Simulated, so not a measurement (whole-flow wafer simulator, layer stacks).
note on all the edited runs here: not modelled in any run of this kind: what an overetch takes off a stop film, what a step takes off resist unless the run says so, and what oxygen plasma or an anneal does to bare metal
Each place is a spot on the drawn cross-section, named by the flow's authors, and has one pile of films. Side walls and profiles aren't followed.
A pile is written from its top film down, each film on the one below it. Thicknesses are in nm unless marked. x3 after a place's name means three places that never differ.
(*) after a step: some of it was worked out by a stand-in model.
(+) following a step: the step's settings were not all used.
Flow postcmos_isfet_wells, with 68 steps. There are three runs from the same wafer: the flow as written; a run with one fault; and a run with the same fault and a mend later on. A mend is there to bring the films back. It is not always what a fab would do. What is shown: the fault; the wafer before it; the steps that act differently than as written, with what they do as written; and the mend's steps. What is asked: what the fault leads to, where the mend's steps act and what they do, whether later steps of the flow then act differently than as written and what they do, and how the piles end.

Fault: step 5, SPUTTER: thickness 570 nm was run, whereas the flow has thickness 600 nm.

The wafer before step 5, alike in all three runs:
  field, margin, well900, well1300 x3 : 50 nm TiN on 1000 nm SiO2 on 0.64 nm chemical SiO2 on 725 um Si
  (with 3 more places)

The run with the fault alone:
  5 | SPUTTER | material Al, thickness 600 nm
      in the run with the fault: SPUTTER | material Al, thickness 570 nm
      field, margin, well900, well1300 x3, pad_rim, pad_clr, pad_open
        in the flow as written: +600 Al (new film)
        in the run with the fault: +570 Al (new film)
  Steps further on in the flow that do not act as written (1 other step is not shown; it differs only slightly, by no more than 2% or 0.5 nm, whichever is larger):
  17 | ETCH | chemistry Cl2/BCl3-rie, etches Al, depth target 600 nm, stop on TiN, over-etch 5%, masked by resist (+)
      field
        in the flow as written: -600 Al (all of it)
        in the run with the fault: -570 Al (all of it)
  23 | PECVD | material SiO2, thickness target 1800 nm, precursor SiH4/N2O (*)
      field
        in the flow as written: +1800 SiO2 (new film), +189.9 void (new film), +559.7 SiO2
        in the run with the fault: +1800 SiO2 (new film), +167.4 void (new film), +552.1 SiO2
  By the end, the piles at field, margin, well900, well1300 x3, pad_rim, pad_clr, pad_open depart from the flow's by more than 2% or 0.5 nm, whichever is larger.
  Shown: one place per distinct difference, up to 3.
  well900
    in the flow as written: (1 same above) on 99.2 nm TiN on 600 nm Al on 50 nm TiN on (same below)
    in the run with the fault: (1 same above) on 99.2 nm TiN on 570 nm Al on 50 nm TiN on (same below)
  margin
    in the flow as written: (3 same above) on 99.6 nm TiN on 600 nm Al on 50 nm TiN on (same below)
    in the run with the fault: (3 same above) on 99.6 nm TiN on 570 nm Al on 50 nm TiN on (same below)
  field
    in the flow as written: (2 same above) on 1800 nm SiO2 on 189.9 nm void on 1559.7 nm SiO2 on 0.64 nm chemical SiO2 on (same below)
    in the run with the fault: (2 same above) on 1800 nm SiO2 on 167.4 nm void on 1552.1 nm SiO2 on 0.64 nm chemical SiO2 on (same below)

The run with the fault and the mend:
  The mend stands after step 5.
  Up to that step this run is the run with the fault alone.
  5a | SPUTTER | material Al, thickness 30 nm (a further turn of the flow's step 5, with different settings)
      field, margin, well900, well1300 x3, pad_rim, pad_clr, pad_open
        +30 Al
  None of the later steps of the flow acts differently than as written at any place that is followed.
  By the end, the piles equal the flow's at every place that both follow.
